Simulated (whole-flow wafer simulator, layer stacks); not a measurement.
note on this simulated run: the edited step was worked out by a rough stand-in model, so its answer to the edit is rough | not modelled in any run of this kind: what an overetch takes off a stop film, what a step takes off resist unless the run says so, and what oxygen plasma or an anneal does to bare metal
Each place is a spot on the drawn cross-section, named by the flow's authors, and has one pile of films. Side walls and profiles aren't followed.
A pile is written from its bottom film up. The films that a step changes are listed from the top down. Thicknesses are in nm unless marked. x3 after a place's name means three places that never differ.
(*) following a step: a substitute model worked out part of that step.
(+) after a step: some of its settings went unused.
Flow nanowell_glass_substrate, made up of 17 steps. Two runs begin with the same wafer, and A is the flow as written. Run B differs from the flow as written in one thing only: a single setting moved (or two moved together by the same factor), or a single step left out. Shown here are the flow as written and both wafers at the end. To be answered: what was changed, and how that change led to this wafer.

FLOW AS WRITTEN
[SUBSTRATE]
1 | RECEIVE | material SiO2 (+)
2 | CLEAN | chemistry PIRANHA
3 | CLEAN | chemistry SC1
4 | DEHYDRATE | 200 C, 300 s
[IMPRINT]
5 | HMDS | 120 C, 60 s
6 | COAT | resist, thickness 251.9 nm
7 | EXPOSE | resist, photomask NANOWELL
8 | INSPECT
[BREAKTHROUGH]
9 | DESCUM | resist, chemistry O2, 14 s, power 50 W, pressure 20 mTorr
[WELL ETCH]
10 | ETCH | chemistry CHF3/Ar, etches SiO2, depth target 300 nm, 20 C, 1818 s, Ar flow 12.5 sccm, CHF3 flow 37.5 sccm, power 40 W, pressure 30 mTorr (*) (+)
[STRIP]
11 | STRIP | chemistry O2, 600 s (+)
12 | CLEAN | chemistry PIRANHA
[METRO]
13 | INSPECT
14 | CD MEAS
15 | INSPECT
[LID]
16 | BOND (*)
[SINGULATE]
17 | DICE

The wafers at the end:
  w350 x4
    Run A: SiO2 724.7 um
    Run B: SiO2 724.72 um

What caused this: step 10, ETCH: depth target 285 nm was run, whereas the flow has depth target 300 nm.

The path from the change to this, step by step:
  10 | ETCH | chemistry CHF3/Ar, etches SiO2, depth target 300 nm, 20 C, 1818 s, Ar flow 12.5 sccm, CHF3 flow 37.5 sccm, power 40 W, pressure 30 mTorr (*) (+)
      w350 x4: A -300 SiO2 | B -285 SiO2
      land: A -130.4 resist | B -123.9 resist
  11 | STRIP | chemistry O2, 600 s (+)
      land: A -125.9 resist (all of it) | B -132.4 resist (all of it)
